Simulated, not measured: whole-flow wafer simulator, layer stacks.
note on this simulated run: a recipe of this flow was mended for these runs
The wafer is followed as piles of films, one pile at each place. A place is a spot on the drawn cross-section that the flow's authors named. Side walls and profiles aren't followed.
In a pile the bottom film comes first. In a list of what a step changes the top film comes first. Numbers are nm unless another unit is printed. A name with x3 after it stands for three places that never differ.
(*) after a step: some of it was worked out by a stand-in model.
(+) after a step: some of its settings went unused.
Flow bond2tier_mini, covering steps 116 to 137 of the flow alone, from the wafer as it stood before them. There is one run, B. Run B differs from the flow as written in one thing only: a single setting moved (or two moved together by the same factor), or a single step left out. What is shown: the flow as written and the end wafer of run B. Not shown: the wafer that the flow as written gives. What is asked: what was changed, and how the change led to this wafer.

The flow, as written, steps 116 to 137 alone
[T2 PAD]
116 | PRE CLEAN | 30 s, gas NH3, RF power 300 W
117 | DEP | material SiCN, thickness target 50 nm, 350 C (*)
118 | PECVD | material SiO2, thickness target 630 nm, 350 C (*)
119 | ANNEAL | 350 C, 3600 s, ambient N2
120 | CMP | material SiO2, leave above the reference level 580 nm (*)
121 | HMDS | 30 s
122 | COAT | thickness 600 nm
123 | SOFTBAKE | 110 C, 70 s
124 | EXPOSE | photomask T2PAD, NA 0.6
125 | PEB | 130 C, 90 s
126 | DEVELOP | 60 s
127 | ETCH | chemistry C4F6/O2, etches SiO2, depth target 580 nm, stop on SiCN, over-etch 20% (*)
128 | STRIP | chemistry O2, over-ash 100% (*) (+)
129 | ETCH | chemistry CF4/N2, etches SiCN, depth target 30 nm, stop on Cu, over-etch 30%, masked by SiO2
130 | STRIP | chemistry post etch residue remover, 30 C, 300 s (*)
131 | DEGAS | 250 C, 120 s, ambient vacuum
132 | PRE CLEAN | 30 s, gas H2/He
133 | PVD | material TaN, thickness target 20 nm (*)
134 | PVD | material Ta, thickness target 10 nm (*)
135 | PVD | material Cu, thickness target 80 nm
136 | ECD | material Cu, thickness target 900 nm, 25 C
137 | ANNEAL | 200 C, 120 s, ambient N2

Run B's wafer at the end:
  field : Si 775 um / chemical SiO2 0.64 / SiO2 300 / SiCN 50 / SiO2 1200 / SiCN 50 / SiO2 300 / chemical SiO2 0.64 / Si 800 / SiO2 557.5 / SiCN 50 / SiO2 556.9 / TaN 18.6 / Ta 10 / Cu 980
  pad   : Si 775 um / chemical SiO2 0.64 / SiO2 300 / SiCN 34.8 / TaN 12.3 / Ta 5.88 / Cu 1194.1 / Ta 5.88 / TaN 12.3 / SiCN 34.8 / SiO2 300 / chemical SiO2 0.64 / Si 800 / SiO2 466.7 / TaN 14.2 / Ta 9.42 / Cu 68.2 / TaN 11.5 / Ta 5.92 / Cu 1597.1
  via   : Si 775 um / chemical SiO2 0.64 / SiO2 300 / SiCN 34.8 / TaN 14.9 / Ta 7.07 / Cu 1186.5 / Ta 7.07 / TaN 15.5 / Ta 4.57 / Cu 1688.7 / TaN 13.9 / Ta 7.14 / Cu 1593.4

Cause: step 133, PVD: thickness target 18.6 nm was run, while the flow as written has thickness target 20 nm.
One can read it off the wafer: field has TaN 18.6, and step 133 as written asks for 20 nm.

The path from the change to this, step by step:
  133 | PVD | material TaN, thickness target 20 nm (*)
      field: TaN gains 18.6 (new film) (in the flow as written it would be: TaN gains 20 (new film))
      pad: TaN gains 11.5 (new film) (in the flow as written it would be: TaN gains 12.3 (new film))
      (also at 1 further place)
